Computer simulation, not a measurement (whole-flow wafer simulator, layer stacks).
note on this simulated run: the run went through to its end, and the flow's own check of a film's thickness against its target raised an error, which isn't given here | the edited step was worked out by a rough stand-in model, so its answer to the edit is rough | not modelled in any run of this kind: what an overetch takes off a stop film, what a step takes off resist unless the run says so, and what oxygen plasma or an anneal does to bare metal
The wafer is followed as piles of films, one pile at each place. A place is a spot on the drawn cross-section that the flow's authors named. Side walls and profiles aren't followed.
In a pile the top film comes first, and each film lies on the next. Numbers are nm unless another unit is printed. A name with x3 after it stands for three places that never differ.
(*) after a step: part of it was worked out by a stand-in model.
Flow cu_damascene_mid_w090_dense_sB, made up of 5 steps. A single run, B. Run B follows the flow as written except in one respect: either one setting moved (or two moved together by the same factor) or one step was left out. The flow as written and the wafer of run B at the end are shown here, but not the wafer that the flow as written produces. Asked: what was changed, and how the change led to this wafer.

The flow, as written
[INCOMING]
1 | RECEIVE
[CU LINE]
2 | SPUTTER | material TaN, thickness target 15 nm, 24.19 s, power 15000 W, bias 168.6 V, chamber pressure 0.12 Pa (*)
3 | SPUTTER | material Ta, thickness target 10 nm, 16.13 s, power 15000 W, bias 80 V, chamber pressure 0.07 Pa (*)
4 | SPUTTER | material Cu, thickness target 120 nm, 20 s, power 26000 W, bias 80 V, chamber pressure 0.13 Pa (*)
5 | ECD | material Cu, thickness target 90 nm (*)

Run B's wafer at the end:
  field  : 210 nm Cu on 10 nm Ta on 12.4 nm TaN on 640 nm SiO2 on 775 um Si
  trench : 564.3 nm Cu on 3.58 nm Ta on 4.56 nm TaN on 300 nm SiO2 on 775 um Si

The reason: step 2, SPUTTER: thickness target 12.4 nm was run, whereas the flow has thickness target 15 nm; step 2, SPUTTER: 19.96 s was run, where the flow has 24.19 s.
One can read it off the wafer: field has TaN 12.4, and step 2 as written asks for 15 nm.

The path from the change to this, step by step:
  2 | SPUTTER | material TaN, thickness target 15 nm, 24.19 s, power 15000 W, bias 168.6 V, chamber pressure 0.12 Pa (*)
      field: TaN gains 12.4 (new film) (it would be, as written: TaN gains 15 (new film))
      trench: TaN gains 4.56 (new film) (it would be, as written: TaN gains 5.51 (new film))
